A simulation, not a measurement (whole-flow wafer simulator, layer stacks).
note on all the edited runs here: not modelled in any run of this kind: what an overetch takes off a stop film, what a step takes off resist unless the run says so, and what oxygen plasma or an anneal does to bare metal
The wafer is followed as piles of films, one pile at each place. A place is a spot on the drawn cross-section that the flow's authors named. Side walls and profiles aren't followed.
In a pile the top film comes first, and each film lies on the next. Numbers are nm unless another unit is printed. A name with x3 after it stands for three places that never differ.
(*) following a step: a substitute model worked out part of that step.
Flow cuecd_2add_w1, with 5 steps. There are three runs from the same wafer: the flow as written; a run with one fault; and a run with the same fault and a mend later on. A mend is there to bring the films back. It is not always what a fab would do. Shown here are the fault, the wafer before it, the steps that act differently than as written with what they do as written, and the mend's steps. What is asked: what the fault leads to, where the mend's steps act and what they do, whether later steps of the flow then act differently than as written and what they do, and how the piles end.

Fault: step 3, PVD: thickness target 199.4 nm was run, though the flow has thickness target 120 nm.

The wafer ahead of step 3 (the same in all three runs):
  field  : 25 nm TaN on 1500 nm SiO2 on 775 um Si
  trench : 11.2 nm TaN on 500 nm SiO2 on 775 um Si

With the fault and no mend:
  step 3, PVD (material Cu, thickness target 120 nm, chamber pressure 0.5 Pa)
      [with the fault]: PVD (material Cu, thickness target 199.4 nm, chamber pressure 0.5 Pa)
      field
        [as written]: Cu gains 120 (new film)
        [with the fault]: Cu gains 199.4 (new film)
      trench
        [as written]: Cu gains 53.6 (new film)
        [with the fault]: Cu gains 86.8 (new film)
  Steps later in the flow that act otherwise than as written:
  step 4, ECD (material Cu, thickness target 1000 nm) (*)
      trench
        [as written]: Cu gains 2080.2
        [with the fault]: Cu gains 2126.4
  The piles end different from the flow's at field, trench by more than 2% or 0.5 nm, whichever is larger.
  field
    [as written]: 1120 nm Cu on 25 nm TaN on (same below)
    [with the fault]: 1199.4 nm Cu on 25 nm TaN on (same below)
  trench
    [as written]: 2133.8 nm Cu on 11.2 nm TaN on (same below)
    [with the fault]: 2213.2 nm Cu on 11.2 nm TaN on (same below)

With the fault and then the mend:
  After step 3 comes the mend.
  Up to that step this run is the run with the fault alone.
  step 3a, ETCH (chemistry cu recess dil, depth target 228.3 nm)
      field
        Cu loses 199.4 (all of it)
      trench
        Cu loses 86.8 (all of it)
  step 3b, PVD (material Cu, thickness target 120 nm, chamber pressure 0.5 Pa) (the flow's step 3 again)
      field
        Cu gains 120 (new film)
      trench
        Cu gains 53.6 (new film)
  Every later step of the flow that is run acts as written at every place that is followed.
  At every place that both follow, the piles at the end match the flow's.
